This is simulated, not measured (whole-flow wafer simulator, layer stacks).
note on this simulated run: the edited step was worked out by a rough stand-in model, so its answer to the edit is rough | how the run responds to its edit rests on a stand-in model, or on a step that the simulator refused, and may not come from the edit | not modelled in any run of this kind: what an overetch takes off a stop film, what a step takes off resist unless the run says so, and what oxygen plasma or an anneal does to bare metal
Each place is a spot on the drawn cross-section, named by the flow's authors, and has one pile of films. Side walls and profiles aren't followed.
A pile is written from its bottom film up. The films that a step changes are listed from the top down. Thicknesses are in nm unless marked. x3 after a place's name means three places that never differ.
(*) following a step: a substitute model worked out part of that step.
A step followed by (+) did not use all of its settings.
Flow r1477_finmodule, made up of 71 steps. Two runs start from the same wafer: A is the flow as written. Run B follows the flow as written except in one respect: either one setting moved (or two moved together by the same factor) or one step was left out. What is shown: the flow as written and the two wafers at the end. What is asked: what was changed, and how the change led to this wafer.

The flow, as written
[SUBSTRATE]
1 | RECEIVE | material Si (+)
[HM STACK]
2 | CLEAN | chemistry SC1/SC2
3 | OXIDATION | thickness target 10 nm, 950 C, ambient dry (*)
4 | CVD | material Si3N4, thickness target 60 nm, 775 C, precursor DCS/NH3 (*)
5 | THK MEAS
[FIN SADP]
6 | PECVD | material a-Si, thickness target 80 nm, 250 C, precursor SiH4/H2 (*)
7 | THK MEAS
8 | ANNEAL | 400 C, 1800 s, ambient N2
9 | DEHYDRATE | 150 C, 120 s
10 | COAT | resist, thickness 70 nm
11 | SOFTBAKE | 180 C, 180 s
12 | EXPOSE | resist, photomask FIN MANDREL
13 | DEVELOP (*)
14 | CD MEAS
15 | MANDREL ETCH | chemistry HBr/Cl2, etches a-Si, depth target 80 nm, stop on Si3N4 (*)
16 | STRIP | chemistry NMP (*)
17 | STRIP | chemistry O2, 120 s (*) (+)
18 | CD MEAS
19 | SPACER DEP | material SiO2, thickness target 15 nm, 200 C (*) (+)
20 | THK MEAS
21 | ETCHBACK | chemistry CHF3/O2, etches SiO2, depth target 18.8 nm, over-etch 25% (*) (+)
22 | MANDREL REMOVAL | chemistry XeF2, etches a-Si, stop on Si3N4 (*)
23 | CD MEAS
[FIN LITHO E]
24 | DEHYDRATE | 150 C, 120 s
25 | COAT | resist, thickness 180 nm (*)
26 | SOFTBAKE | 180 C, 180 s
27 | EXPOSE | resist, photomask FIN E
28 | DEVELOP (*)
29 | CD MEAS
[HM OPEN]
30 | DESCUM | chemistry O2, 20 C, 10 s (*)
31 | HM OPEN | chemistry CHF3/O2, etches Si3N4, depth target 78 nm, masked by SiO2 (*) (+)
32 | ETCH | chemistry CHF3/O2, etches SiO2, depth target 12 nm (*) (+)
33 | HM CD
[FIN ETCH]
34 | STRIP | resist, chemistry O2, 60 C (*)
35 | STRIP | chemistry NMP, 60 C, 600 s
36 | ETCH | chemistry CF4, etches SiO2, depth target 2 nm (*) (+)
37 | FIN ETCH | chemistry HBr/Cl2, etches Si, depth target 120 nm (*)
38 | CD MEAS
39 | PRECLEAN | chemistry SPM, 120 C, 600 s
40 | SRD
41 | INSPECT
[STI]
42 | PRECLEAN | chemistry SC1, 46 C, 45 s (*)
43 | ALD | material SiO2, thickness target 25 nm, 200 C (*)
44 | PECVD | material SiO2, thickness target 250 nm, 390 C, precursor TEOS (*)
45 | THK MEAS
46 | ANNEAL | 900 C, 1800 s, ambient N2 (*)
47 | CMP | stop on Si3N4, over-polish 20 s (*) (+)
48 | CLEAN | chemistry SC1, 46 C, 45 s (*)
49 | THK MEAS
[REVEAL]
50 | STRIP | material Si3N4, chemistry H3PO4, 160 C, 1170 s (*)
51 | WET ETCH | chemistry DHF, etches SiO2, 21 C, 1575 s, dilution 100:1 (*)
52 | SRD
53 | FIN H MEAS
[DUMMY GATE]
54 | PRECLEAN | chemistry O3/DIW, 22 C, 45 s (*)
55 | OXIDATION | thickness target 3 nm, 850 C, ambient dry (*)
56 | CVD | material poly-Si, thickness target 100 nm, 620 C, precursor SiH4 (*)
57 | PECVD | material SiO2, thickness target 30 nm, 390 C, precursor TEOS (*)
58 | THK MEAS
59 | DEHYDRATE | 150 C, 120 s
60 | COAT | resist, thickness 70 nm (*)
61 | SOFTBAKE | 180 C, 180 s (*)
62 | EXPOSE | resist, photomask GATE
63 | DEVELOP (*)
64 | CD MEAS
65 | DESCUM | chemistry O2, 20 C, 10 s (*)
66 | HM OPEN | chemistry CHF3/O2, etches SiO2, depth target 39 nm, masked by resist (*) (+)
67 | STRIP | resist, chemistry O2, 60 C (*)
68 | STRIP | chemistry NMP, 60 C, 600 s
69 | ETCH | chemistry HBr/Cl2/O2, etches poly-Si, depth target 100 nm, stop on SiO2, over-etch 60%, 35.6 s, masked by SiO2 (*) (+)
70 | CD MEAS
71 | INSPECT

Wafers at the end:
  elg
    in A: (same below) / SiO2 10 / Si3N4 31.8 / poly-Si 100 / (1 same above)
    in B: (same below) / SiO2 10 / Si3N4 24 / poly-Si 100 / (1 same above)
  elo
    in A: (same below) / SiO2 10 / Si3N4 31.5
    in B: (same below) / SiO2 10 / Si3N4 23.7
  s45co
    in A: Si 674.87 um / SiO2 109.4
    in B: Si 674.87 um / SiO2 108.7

What caused this: step 21, ETCHBACK: depth target 27.7 nm was run, though the flow has depth target 18.8 nm.

How this came from the change, step by step:
  21 | ETCHBACK | chemistry CHF3/O2, etches SiO2, depth target 18.8 nm, over-etch 25% (*) (+)
      pad, padg, elg and 21 more: A -15 SiO2 (all of it), -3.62 Si3N4 | B -15 SiO2 (all of it), -12.1 Si3N4
      s40cg, s45cg, s50cg, s40co, s45co, s50co: A -15.4 SiO2 (all of it), -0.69 a-Si | B -15.4 SiO2 (all of it), -2.47 a-Si
      (also at 6 further places)
  22 | MANDREL REMOVAL | chemistry XeF2, etches a-Si, stop on Si3N4 (*)
      s40cg, s45cg, s50cg, s40co, s45co, s50co: A -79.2 a-Si (all of it) | B -77.4 a-Si (all of it)
  25 | COAT | resist, thickness 180 nm (*)
      s40cg, s40co: A +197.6 resist (new film) | B +191.8 resist (new film)
      s40sg_line, s40so_line: A +121.2 resist (new film) | B +124.3 resist (new film)
      (also at 8 further places)
  28 | DEVELOP (*)
      s40cg, s40co: A -197.6 resist (all of it) | B -191.8 resist (all of it)
      s40sg_line, s40so_line: A -121.2 resist (all of it) | B -124.3 resist (all of it)
      (also at 8 further places)
  31 | HM OPEN | chemistry CHF3/O2, etches Si3N4, depth target 78 nm, masked by SiO2 (*) (+)
      pad, padg, esg and 13 more: A -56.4 Si3N4 (all of it), -10 SiO2 (all of it) | B -47.9 Si3N4 (all of it), -10 SiO2 (all of it)
      elg, e40lg, e100lg, e200lg, elo, e40lo, e100lo, e200lo: A -78 resist | B -71.9 resist
      (also at 12 further places)
  32 | ETCH | chemistry CHF3/O2, etches SiO2, depth target 12 nm (*) (+)
      s40cg, s45cg, s50cg, s40co, s45co, s50co: A -1 SiO2 (all of it), -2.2 Si | B -4.07 SiO2 (all of it), -1.59 Si
  34 | STRIP | resist, chemistry O2, 60 C (*)
      elg, e40lg, e100lg, e200lg, elo, e40lo, e100lo, e200lo: A -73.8 resist (all of it) | B -79.9 resist (all of it)
  43 | ALD | material SiO2, thickness target 25 nm, 200 C (*)
      s40cg, s45cg, s50cg, s40co, s45co, s50co: A +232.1 SiO2 (new film) | B +225.6 SiO2 (new film)
      esg: A +194.3 SiO2 (new film) | B +185.8 SiO2 (new film)
  47 | CMP | stop on Si3N4, over-polish 20 s (*) (+)
      elg, esg, e40lg and 6 more: A -241.6 SiO2 | B -233.1 SiO2
      s40cg, s45cg, s50cg, s40co, s45co, s50co: A -279 SiO2 | B -273.2 SiO2
      (also at 6 further places)
  51 | WET ETCH | chemistry DHF, etches SiO2, 21 C, 1575 s, dilution 100:1 (*)
      elg, e40lg, e100lg, e200lg, elo, e40lo, e100lo, e200lo: A -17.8 SiO2 (all of it), -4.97 Si3N4 | B -26.3 SiO2 (all of it), -4.29 Si3N4
  56 | CVD | material poly-Si, thickness target 100 nm, 620 C, precursor SiH4 (*)
      esg: A +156 poly-Si (new film) | B +148.3 poly-Si (new film)
  60 | COAT | resist, thickness 70 nm (*)
      e40sg, eso, e40so: A +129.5 resist (new film) | B +122.1 resist (new film)
      e100sg, e100so: A +129.4 resist (new film) | B +122 resist (new film)
      (also at 2 further places)
  63 | DEVELOP (*)
      eso, e40so: A -129.5 resist (all of it) | B -122.1 resist (all of it)
      e100so: A -129.4 resist (all of it) | B -122 resist (all of it)
      (also at 1 further place)
  67 | STRIP | resist, chemistry O2, 60 C (*)
      e40sg: A -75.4 resist (all of it) | B -68 resist (all of it)
      e100sg: A -75.3 resist (all of it) | B -67.9 resist (all of it)
      (also at 1 further place)
